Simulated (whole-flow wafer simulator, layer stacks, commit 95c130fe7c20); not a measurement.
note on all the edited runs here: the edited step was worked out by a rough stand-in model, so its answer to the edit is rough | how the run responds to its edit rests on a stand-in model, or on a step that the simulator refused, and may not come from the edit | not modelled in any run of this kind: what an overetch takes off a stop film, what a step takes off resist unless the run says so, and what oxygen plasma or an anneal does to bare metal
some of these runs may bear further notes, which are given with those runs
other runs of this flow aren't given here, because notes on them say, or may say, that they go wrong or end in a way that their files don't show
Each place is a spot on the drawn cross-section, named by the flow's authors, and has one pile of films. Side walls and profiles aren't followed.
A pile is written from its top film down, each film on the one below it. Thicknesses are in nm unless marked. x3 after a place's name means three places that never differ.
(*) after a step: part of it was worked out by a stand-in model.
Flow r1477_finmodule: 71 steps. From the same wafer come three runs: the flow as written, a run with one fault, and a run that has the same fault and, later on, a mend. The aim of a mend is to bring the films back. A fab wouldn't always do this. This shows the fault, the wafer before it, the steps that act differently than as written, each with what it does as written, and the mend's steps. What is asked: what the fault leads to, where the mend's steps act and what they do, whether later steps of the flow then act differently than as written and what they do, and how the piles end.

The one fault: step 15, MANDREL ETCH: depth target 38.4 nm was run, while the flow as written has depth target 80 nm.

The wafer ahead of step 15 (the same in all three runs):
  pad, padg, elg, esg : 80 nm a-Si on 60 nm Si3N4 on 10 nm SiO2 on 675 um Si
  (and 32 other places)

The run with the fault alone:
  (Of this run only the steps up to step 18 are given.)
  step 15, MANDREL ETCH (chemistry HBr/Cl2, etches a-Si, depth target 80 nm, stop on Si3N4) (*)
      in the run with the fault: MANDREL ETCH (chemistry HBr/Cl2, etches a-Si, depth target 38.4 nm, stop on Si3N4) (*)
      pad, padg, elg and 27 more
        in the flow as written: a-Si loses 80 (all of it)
        in the run with the fault: a-Si loses 38.4
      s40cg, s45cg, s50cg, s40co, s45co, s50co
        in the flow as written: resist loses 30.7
        in the run with the fault: resist loses 14.7
  Later steps of the flow acting differently than as written:
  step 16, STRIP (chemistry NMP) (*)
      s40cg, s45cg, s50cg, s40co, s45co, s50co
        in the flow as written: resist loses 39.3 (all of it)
        in the run with the fault: resist loses 55.3 (all of it)
  Once step 18 is done, the piles at pad, padg, elg and 27 more depart from the flow's by more than 2% or 0.5 nm, whichever is larger.
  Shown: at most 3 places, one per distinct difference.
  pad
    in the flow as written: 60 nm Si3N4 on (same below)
    in the run with the fault: 41.6 nm a-Si on 60 nm Si3N4 on (same below)

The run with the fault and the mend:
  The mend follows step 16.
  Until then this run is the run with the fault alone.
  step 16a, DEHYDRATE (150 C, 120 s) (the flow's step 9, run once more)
      does not change any film at any place that is followed
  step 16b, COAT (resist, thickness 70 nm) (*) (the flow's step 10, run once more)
      pad, padg, elg and 15 more
        resist gains 70 (new film)
      s40cg, s40co
        resist gains 44.7 (new film)
      s40sg, s40so
        resist gains 82.5 (new film)
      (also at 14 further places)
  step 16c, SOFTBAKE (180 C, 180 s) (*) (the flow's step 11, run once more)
      does not change any film at any place that is followed
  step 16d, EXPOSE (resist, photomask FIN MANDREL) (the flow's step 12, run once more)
      does not change any film at any place that is followed
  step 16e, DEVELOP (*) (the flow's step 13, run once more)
      pad, padg, elg and 15 more
        resist loses 70 (all of it)
      s40sg, s40so
        resist loses 82.5 (all of it)
      s40sg_line, s40so_line
        resist loses 82.8 (all of it)
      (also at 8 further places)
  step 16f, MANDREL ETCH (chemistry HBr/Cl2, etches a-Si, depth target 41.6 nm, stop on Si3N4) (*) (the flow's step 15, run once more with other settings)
      pad, padg, elg and 27 more
        a-Si loses 41.6 (all of it)
      s40cg, s45cg, s50cg, s40co, s45co, s50co
        resist loses 15.9
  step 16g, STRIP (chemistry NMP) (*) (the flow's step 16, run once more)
      s40cg, s40co
        resist loses 28.8 (all of it)
      s45cg, s45co
        resist loses 30.4 (all of it)
      s50cg, s50co
        resist loses 31.9 (all of it)
  Every later step of the flow that is run acts as written at every place that is followed.
  At every place that both follow, the piles at the end match the flow's.
